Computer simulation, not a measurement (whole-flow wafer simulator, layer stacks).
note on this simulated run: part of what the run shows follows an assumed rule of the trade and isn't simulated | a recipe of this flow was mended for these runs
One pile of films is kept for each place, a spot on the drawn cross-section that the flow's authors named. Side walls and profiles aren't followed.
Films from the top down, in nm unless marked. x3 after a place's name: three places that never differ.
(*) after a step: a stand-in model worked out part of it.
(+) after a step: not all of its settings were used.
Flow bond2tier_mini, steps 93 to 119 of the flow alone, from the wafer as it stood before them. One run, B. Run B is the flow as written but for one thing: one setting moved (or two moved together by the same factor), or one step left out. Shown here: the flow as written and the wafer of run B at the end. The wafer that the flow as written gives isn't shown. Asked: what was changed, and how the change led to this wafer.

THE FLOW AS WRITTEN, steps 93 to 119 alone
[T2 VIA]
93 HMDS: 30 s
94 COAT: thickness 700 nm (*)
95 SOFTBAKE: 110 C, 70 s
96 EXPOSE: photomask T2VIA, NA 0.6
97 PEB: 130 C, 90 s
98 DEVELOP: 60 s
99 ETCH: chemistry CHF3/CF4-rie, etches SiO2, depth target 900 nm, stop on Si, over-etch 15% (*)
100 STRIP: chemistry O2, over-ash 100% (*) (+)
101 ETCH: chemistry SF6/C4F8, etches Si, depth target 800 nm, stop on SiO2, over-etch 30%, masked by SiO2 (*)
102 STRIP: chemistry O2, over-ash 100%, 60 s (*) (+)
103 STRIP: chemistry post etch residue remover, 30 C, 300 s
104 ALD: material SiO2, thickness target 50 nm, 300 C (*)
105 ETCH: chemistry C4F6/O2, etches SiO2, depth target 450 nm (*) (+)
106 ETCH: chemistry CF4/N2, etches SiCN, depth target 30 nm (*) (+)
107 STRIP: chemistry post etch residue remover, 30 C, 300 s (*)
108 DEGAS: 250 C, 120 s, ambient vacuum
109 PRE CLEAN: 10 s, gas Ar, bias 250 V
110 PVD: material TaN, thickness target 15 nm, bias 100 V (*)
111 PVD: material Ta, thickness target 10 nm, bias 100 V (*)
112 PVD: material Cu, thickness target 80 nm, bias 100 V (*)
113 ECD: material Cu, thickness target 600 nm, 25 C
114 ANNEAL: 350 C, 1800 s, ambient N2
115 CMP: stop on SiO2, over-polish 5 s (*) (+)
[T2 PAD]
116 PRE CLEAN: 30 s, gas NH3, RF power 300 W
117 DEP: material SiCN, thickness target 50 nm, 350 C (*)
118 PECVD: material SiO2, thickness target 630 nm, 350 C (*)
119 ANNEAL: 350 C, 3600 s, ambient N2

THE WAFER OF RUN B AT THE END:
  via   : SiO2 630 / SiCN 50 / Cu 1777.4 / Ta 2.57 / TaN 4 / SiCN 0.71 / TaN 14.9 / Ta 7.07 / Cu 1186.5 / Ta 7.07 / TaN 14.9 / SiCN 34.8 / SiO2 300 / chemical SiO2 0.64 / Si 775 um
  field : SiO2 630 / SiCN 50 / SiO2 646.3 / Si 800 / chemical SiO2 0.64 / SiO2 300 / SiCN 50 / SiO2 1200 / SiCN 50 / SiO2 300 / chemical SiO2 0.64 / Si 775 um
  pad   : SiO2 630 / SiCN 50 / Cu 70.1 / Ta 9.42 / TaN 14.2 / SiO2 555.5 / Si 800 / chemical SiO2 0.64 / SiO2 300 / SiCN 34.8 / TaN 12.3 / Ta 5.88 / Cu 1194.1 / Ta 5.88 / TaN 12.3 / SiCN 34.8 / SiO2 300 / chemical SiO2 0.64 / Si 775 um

The cause: step 104, ALD: thickness target 138.8 nm was run, where the flow has thickness target 50 nm.

How the change led to this, step by step:
  104 ALD: material SiO2, thickness target 50 nm, 300 C (*)
      field, pad, via: SiO2 +138.8 (as written it would be: SiO2 +50)
  105 ETCH: chemistry C4F6/O2, etches SiO2, depth target 450 nm (*) (+)
      via: SiO2 -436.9 (all of it), SiCN -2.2 (as written it would be: SiO2 -348.1 (all of it), SiCN -17.2)
  106 ETCH: chemistry CF4/N2, etches SiCN, depth target 30 nm (*) (+)
      via: SiCN -30 (as written it would be: SiCN -17.6 (all of it), TaN -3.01)
  109 PRE CLEAN: 10 s, gas Ar, bias 250 V
      via: SiCN -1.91 (as written it would be: TaN -3.19)
  110 PVD: material TaN, thickness target 15 nm, bias 100 V (*)
      via: TaN +4 (new film) (as written it would be: TaN +6.94)
  111 PVD: material Ta, thickness target 10 nm, bias 100 V (*)
      via: Ta +2.57 (new film) (as written it would be: Ta +4.57 (new film))
  112 PVD: material Cu, thickness target 80 nm, bias 100 V (*)
      via: Cu +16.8 (new film) (as written it would be: Cu +35 (new film))
  113 ECD: material Cu, thickness target 600 nm, 25 C
      via: Cu +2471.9 (as written it would be: Cu +2367)
Counting metal films that touch as one body, via has 2 bodies (between them, from the top down: SiCN 0.71); the flow as written gives 1 body.
